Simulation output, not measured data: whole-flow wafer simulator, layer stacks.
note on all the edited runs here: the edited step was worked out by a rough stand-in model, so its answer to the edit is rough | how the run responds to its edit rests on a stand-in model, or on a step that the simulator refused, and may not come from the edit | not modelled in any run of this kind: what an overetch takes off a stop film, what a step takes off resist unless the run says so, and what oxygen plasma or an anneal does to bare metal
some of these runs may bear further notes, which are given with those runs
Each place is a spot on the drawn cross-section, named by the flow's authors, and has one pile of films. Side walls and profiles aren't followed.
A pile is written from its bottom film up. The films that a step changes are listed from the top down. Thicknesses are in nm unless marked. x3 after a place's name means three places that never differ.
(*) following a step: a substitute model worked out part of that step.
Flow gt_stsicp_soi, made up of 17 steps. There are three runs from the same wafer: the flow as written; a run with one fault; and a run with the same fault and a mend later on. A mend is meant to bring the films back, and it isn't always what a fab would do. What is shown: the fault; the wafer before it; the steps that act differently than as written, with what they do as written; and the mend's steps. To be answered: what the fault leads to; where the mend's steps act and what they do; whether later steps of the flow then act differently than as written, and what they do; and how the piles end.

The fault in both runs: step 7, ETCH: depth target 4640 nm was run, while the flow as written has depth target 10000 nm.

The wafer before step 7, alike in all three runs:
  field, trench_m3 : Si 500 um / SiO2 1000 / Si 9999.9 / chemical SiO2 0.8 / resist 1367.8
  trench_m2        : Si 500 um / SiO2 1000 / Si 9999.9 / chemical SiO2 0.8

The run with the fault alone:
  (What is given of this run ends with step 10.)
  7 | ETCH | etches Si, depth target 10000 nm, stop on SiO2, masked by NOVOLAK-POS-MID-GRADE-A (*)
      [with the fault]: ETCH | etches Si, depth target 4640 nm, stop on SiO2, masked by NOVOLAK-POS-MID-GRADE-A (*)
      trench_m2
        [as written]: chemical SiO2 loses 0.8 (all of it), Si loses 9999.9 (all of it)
        [with the fault]: chemical SiO2 loses 0.8 (all of it), Si loses 4640
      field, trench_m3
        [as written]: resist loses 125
        [with the fault]: resist loses 58
  Steps further on in the flow that do not act as written:
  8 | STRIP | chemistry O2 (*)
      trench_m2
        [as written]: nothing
        [with the fault]: chemical SiO2 gains 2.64 (new film), Si loses 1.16
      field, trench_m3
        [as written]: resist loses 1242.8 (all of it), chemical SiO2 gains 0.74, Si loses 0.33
        [with the fault]: resist loses 1309.8 (all of it), chemical SiO2 gains 0.75, Si loses 0.33
  After step 10, at trench_m2, the piles differ from the flow's by more than 2% or 0.5 nm, whichever is larger.
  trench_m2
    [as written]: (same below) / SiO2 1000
    [with the fault]: (same below) / SiO2 1000 / Si 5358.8 / chemical SiO2 2.64

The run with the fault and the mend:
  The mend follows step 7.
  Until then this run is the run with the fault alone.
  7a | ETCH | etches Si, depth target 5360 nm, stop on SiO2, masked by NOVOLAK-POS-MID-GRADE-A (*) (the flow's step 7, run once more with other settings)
      field, trench_m3
        resist loses 67
      trench_m2
        Si loses 5359.9 (all of it)
  Later steps of the flow that are run all act as written at every place that is followed.
  At every place that both follow, the piles at the end match the flow's.
